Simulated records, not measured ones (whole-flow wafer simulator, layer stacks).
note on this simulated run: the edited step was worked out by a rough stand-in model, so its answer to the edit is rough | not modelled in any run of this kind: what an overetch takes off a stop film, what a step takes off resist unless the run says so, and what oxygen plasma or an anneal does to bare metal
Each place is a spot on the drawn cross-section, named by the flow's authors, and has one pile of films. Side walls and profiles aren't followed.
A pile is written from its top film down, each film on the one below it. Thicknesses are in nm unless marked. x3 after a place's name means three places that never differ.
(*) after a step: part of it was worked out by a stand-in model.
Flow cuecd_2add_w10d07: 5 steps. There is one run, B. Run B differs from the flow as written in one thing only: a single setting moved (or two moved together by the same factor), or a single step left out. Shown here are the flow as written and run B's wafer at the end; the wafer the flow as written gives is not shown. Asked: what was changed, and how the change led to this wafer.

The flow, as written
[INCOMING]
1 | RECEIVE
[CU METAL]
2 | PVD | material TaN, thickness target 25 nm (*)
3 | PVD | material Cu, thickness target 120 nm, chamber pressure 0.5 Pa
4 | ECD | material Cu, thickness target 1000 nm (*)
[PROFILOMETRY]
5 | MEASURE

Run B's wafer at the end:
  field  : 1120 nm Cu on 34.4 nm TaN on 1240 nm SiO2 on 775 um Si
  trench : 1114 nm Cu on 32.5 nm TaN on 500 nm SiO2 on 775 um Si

What caused this: step 2, PVD: thickness target 34.4 nm was run, while the flow as written has thickness target 25 nm.
The wafer lets one read it off: field has TaN 34.4, and step 2 as written asks for 25 nm.

The path from the change to this, step by step:
  2 | PVD | material TaN, thickness target 25 nm (*)
      field: +34.4 TaN (new film) (in the flow as written it would be: +25 TaN (new film))
      trench: +32.5 TaN (new film) (in the flow as written it would be: +23.7 TaN (new film))
